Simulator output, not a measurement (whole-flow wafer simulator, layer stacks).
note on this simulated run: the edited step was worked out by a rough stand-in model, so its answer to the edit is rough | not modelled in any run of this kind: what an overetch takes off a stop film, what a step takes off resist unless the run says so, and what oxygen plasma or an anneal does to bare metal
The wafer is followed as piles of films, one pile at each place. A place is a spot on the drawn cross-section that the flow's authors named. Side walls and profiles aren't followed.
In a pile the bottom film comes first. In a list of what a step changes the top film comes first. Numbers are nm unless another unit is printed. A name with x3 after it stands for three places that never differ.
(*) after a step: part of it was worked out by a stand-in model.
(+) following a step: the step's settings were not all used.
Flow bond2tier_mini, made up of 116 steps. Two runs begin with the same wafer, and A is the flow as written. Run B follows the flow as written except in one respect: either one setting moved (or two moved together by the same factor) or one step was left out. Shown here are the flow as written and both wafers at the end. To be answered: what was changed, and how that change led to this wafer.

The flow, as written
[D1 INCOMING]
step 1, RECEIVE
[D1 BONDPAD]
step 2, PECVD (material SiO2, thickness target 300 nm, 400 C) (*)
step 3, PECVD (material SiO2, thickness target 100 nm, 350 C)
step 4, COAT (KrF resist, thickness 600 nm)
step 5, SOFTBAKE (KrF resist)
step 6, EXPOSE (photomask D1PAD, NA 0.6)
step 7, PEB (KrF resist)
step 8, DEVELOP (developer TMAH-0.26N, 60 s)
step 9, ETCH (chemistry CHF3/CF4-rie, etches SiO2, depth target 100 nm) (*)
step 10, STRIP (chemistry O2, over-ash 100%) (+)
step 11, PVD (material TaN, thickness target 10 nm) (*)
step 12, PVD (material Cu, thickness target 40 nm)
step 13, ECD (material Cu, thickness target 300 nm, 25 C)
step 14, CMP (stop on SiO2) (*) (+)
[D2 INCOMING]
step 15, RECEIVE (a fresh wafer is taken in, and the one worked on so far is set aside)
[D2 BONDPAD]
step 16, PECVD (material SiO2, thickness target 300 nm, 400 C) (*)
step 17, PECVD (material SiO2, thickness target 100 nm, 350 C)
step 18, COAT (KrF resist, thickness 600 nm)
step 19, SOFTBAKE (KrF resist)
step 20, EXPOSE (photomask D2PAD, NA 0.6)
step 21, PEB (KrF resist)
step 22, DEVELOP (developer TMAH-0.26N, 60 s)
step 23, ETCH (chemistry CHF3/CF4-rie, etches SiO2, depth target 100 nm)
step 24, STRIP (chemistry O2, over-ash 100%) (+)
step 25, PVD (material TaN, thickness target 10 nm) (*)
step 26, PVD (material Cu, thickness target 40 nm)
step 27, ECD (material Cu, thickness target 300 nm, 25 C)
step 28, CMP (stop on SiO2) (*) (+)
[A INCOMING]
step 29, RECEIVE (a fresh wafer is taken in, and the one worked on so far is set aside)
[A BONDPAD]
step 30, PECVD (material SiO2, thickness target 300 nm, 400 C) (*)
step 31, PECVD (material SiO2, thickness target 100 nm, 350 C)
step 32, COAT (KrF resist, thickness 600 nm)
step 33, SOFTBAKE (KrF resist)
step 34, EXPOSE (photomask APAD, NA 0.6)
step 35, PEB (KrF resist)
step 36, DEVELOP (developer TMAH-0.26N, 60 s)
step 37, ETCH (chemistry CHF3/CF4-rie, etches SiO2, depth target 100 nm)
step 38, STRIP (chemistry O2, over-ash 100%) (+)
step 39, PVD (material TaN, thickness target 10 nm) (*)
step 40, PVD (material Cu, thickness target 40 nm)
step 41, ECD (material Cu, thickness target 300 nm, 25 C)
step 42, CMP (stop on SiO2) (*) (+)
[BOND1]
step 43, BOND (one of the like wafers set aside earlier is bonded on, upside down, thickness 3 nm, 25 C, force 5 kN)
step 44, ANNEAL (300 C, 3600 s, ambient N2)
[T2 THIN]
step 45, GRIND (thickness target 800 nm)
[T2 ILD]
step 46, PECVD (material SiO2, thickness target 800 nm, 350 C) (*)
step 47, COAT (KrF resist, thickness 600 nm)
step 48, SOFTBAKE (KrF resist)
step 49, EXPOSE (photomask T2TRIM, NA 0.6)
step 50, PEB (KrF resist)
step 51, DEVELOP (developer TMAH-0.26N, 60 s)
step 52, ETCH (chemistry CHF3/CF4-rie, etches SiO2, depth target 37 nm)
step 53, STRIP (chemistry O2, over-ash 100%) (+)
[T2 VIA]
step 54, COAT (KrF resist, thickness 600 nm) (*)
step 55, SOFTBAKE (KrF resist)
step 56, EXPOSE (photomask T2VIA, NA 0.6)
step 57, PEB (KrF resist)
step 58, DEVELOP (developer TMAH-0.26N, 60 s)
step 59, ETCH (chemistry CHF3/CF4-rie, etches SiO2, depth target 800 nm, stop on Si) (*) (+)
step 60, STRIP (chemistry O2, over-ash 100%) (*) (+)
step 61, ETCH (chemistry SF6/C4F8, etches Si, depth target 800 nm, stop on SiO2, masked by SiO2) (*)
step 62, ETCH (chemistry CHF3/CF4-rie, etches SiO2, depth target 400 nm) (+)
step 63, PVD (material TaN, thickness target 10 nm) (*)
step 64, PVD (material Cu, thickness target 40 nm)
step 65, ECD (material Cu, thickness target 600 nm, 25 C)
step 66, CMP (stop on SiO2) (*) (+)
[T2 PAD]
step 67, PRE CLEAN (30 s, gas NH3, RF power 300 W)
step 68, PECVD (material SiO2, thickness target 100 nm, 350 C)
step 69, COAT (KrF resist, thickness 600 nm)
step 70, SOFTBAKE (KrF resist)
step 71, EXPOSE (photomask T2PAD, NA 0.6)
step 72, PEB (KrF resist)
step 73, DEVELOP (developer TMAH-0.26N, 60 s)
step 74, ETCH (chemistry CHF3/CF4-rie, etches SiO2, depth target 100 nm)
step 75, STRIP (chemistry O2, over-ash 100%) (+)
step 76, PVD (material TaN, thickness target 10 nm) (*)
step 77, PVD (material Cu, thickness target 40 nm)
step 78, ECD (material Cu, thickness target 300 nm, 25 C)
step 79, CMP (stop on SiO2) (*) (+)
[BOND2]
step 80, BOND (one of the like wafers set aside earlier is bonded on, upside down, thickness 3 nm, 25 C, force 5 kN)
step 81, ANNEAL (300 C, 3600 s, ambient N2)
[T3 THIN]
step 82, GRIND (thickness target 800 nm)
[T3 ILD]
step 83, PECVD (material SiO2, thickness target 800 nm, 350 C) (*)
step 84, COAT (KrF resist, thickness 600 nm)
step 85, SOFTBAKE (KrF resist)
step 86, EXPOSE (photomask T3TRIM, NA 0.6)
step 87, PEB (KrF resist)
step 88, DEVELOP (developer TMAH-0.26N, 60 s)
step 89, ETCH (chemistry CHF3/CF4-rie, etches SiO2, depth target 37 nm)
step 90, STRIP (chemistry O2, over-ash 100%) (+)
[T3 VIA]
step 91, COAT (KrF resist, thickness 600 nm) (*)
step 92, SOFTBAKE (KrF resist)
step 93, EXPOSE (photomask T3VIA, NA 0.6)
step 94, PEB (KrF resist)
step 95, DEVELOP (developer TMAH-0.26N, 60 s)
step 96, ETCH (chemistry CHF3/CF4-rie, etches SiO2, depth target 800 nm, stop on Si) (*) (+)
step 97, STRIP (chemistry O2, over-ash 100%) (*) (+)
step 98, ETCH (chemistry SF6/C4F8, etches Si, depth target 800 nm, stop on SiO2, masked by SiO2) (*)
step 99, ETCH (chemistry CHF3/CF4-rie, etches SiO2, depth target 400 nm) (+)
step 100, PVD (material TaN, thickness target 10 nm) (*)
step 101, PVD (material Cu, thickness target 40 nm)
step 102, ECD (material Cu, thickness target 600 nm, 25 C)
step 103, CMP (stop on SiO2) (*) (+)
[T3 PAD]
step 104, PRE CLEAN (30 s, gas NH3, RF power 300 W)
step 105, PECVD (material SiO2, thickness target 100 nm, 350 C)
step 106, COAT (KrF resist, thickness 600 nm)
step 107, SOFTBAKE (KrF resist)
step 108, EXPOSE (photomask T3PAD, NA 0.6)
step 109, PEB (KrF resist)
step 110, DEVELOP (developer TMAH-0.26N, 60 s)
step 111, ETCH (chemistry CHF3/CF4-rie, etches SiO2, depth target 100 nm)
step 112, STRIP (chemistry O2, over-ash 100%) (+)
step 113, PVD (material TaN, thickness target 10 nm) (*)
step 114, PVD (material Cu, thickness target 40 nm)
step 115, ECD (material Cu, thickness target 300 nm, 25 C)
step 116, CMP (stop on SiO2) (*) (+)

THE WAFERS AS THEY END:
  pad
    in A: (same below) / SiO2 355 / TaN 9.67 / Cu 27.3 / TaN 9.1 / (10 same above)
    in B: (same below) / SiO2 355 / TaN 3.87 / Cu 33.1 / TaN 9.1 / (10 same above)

The reason: step 63, PVD: thickness target 4 nm was run, whereas the flow has thickness target 10 nm.

Step by step, how the change led to this:
  step 63, PVD (material TaN, thickness target 10 nm) (*)
      field: A +10 TaN (new film) | B +4 TaN (new film)
      pad: A +9.67 TaN (new film) | B +3.87 TaN (new film)
  step 66, CMP (stop on SiO2) (*) (+)
      field: A -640 Cu (all of it), -10 TaN (all of it) | B -640 Cu (all of it), -4 TaN (all of it)
